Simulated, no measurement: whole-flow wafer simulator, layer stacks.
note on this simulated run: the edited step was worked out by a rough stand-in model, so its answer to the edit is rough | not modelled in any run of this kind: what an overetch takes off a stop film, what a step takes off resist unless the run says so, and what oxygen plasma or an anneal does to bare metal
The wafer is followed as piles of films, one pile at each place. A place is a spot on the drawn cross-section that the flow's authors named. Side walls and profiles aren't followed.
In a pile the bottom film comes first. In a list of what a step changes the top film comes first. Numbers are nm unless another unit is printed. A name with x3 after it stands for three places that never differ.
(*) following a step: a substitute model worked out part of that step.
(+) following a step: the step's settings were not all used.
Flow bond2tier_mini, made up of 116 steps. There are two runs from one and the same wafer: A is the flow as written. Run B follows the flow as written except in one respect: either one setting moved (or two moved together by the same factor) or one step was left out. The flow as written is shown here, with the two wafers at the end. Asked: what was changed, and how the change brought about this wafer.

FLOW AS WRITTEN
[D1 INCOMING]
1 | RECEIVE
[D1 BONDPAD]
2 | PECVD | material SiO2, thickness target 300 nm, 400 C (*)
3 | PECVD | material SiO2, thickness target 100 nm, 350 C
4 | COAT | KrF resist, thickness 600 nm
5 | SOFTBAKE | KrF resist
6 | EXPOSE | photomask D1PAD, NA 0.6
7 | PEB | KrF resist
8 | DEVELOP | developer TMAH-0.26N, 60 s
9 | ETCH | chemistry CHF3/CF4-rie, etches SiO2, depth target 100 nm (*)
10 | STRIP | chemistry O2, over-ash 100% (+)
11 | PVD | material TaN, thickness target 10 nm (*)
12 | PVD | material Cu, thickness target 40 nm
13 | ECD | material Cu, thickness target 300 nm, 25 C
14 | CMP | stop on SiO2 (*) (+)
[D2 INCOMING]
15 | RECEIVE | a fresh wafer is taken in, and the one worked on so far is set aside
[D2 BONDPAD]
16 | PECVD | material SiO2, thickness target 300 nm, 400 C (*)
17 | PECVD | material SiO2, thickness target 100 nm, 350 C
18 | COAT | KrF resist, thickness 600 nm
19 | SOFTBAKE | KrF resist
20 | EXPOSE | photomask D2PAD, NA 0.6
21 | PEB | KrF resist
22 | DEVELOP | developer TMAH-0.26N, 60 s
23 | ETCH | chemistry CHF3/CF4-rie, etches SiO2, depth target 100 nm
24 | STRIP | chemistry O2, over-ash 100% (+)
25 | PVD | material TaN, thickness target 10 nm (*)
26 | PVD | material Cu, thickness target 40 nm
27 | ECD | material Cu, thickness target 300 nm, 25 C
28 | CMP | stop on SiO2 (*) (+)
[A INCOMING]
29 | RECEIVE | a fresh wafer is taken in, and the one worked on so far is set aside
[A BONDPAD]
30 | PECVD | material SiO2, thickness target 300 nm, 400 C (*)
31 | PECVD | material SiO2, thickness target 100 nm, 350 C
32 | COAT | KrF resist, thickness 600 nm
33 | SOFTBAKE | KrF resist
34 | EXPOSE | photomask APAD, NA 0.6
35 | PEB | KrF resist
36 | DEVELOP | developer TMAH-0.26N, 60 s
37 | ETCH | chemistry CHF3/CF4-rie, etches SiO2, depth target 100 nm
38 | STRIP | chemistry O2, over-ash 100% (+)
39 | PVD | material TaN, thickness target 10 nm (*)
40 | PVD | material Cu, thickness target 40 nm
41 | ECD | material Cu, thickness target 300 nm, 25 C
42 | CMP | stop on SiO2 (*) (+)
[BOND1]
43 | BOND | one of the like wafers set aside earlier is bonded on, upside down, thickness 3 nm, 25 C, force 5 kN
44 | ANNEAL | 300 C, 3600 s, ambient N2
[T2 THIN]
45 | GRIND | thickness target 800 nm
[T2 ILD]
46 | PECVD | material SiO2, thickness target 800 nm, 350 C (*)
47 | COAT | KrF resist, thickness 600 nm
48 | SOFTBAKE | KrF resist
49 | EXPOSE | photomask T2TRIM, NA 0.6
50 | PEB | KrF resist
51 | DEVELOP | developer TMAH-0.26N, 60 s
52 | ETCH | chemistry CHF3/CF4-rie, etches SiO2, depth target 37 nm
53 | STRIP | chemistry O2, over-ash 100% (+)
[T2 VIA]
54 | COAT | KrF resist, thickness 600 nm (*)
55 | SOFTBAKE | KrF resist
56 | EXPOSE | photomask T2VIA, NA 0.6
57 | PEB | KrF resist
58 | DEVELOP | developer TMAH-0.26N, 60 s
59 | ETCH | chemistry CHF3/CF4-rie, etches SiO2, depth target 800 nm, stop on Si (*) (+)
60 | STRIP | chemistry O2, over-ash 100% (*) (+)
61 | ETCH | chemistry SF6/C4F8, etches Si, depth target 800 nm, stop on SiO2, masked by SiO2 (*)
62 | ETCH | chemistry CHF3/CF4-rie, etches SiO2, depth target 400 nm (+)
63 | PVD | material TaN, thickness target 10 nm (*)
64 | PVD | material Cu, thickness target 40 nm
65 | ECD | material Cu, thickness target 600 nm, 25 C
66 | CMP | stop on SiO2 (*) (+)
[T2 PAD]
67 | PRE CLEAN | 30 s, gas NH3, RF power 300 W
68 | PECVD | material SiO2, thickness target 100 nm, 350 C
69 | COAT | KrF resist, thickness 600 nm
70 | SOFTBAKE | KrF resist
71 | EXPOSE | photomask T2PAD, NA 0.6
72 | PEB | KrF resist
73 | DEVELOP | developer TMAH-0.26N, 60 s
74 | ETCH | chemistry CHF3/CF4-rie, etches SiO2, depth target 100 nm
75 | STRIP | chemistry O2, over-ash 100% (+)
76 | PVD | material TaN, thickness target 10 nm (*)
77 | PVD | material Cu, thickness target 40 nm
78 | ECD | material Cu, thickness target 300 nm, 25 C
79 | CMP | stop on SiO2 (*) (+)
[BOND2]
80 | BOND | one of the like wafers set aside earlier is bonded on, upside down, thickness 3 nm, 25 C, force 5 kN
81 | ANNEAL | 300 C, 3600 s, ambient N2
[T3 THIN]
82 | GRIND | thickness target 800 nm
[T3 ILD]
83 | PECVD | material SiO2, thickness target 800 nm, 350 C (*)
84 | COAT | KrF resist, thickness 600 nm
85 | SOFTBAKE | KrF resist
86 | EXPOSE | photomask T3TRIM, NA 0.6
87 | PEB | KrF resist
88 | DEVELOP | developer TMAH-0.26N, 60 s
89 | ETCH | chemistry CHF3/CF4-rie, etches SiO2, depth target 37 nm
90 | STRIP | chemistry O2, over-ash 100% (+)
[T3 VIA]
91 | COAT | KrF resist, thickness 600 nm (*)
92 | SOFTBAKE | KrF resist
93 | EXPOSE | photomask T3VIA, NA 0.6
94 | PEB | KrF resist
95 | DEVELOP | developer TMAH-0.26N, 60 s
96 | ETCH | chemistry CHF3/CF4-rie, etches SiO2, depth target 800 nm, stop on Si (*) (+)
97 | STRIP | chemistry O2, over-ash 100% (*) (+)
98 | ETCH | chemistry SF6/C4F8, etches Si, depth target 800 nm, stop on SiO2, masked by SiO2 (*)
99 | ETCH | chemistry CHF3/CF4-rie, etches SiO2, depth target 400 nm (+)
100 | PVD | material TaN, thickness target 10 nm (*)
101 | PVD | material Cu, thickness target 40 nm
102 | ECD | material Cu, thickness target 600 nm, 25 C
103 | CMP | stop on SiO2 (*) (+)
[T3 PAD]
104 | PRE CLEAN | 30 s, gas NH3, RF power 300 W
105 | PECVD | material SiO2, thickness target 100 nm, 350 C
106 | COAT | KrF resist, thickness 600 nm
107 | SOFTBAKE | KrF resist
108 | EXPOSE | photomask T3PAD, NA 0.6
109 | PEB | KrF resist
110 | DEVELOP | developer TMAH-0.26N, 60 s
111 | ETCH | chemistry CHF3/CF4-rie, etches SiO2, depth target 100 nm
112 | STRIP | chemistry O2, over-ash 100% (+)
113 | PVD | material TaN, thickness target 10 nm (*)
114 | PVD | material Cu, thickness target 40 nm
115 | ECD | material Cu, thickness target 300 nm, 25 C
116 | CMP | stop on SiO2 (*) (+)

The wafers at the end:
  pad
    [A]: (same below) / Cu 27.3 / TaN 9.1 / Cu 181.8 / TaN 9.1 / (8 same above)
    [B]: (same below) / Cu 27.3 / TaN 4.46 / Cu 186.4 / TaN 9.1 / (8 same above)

What caused this: step 76, PVD: thickness target 4.9 nm was run, though the flow has thickness target 10 nm.

The path from the change to this, step by step:
  76 | PVD | material TaN, thickness target 10 nm (*)
      field: A +10 TaN (new film) | B +4.9 TaN (new film)
      pad: A +9.1 TaN (new film) | B +4.46 TaN (new film)
  79 | CMP | stop on SiO2 (*) (+)
      field: A -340 Cu (all of it), -10 TaN (all of it) | B -340 Cu (all of it), -4.9 TaN (all of it)
